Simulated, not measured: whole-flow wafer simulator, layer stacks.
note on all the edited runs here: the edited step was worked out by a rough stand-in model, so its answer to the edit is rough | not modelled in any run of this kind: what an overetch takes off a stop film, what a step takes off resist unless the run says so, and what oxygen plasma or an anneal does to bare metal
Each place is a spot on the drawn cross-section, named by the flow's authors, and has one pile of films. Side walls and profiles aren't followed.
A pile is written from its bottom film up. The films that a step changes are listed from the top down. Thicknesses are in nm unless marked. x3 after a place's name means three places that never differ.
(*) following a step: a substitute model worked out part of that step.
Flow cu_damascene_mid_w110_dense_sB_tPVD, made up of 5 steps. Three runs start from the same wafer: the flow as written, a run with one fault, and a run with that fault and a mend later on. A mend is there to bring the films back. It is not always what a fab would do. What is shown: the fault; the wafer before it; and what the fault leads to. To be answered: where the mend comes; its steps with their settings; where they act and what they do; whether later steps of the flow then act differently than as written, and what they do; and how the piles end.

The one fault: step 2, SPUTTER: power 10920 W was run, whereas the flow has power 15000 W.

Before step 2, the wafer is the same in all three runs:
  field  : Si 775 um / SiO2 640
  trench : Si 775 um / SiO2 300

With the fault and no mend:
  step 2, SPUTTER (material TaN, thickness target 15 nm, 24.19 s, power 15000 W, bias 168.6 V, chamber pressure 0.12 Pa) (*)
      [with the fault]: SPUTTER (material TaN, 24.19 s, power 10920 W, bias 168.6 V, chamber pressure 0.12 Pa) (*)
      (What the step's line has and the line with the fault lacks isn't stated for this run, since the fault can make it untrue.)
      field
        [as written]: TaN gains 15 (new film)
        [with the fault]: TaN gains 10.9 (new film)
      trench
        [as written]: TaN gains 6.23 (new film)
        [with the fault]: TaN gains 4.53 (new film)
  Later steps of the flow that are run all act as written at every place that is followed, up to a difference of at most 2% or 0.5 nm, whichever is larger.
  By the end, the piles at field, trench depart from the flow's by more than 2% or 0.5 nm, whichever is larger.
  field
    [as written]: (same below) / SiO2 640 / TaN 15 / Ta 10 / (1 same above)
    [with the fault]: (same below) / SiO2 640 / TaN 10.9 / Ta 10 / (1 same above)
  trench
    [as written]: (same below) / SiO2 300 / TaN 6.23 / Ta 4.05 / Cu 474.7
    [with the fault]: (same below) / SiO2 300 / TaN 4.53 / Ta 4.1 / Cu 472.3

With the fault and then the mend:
  After step 2 comes the mend.
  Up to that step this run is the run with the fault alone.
  step 2a, SPUTTER (material TaN, thickness target 4.1 nm, 6.584 s, power 15000 W, bias 168.6 V, chamber pressure 0.12 Pa) (*) (a further turn of the flow's step 2, with different settings)
      field
        TaN gains 4.1
      trench
        TaN gains 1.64
  Later steps of the flow that are run all act as written at every place that is followed, up to a difference of at most 2% or 0.5 nm, whichever is larger.
  At the end the piles are close to the flow's at the places that both follow, differing by at most 2% or 0.5 nm, whichever is larger.
